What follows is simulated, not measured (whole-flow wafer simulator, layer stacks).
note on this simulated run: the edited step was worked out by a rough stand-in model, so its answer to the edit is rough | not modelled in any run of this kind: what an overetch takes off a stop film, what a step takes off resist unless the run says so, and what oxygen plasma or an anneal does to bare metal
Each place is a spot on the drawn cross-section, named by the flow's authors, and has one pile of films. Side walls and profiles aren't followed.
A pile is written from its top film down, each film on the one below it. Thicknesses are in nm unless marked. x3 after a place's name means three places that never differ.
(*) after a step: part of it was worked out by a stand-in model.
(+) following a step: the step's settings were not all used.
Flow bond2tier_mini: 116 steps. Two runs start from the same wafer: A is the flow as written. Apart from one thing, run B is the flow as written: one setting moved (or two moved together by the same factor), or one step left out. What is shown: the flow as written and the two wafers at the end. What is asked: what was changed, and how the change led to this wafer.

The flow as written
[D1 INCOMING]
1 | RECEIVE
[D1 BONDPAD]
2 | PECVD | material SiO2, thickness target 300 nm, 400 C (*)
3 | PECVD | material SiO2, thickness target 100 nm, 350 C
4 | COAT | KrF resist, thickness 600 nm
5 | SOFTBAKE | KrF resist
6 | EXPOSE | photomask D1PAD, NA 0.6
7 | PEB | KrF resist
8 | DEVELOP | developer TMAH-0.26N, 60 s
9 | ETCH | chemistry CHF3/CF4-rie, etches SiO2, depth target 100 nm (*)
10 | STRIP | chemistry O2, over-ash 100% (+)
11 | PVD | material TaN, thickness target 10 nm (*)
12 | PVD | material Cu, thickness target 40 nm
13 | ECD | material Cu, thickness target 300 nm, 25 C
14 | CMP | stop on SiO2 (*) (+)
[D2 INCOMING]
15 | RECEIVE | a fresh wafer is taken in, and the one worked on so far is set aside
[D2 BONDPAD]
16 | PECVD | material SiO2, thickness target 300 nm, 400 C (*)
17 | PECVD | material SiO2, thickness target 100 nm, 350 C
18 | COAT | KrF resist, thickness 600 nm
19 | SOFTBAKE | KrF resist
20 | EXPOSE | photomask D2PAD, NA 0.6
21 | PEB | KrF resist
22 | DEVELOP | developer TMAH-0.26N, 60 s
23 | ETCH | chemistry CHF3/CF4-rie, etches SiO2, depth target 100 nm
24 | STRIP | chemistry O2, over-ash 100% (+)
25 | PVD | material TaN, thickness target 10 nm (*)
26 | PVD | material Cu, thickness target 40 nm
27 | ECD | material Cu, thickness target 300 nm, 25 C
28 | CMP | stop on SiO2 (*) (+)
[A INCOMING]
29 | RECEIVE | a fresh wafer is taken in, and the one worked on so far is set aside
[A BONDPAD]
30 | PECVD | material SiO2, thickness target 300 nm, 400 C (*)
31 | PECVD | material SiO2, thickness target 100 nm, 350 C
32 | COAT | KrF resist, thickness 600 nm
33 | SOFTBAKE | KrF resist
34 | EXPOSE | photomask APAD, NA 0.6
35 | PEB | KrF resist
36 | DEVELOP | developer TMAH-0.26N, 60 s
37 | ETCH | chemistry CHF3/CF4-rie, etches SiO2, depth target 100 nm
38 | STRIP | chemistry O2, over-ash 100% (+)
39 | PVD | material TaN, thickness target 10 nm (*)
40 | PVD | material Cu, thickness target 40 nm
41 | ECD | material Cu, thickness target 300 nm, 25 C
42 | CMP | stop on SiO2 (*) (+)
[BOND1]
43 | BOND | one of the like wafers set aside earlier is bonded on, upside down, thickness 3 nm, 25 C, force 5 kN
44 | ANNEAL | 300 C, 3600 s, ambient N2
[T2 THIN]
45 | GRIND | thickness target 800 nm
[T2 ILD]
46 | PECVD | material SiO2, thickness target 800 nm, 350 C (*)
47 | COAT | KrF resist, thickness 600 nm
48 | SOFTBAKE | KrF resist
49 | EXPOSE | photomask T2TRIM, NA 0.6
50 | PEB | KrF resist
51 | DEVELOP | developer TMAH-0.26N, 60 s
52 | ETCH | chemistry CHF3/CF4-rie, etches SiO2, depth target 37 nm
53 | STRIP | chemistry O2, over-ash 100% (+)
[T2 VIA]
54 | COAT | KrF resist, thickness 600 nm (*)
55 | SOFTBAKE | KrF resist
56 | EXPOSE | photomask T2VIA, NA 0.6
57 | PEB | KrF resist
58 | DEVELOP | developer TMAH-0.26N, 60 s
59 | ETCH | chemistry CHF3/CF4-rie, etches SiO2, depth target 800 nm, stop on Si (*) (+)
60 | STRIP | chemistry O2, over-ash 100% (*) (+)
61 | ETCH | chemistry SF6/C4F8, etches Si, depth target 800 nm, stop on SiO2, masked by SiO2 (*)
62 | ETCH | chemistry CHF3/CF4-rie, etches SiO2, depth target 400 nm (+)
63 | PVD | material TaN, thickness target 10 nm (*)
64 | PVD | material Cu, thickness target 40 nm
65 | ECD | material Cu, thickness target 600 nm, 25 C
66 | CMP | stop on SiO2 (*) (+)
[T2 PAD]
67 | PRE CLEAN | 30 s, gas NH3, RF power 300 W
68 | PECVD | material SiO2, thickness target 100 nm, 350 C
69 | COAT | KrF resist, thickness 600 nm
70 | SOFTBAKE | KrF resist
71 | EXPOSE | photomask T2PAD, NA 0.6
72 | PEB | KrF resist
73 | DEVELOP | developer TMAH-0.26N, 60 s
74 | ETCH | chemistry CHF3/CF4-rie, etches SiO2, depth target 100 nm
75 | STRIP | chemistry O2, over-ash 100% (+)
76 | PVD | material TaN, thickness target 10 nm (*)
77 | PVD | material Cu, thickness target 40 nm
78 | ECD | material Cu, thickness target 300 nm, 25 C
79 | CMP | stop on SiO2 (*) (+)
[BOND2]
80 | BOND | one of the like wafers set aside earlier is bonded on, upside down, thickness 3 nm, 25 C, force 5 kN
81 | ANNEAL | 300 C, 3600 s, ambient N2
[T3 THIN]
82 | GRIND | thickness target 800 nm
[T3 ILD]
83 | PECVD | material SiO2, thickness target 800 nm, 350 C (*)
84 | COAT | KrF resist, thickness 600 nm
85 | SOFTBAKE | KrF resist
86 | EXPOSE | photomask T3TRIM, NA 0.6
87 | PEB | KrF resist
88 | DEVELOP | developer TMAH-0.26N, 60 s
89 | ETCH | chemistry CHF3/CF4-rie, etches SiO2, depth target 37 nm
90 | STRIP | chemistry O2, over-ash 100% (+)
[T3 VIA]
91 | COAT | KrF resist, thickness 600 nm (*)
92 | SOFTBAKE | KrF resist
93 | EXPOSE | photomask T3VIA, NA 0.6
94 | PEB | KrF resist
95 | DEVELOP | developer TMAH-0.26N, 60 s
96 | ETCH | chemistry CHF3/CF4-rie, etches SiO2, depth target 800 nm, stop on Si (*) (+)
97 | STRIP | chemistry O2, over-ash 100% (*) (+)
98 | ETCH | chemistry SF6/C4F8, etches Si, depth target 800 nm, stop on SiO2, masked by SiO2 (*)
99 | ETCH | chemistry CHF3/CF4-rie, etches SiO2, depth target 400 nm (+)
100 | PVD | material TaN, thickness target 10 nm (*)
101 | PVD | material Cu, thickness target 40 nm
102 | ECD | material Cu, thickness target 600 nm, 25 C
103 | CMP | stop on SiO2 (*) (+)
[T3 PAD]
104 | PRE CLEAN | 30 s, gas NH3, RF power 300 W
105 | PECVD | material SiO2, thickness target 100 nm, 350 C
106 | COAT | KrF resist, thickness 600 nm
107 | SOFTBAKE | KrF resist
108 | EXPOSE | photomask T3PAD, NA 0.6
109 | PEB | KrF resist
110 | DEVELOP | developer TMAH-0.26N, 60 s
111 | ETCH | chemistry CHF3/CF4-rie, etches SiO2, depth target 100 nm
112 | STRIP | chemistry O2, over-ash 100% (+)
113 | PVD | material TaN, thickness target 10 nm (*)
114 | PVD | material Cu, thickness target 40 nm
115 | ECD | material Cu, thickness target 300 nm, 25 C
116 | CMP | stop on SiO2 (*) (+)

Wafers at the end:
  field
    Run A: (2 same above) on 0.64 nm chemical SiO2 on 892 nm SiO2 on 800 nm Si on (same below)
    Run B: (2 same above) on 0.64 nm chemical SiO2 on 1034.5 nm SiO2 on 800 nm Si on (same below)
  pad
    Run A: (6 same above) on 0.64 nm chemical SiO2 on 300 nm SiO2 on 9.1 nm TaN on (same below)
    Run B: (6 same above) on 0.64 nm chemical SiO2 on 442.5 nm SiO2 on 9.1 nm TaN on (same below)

What caused this: step 16, PECVD: thickness target 442.5 nm was run, whereas the flow has thickness target 300 nm.
The wafer lets one read it off: pad has SiO2 442.5, and step 16 as written asks for 300 nm.

The path from the change to this, step by step:
  16 | PECVD | material SiO2, thickness target 300 nm, 400 C (*)
      field, pad, via: A +300 SiO2 (new film) | B +442.5 SiO2 (new film)
  80 | BOND | one of the like wafers set aside earlier is bonded on, upside down, thickness 3 nm, 25 C, force 5 kN
      field: A +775 um Si (new film), +0.64 chemical SiO2 (new film), +400 SiO2 | B +775 um Si (new film), +0.64 chemical SiO2 (new film), +542.5 SiO2
      pad: A +775 um Si (new film), +0.64 chemical SiO2 (new film), +300 SiO2 (new film), +9.1 TaN (new film), +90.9 Cu | B +775 um Si (new film), +0.64 chemical SiO2 (new film), +442.5 SiO2 (new film), +9.1 TaN (new film), +90.9 Cu
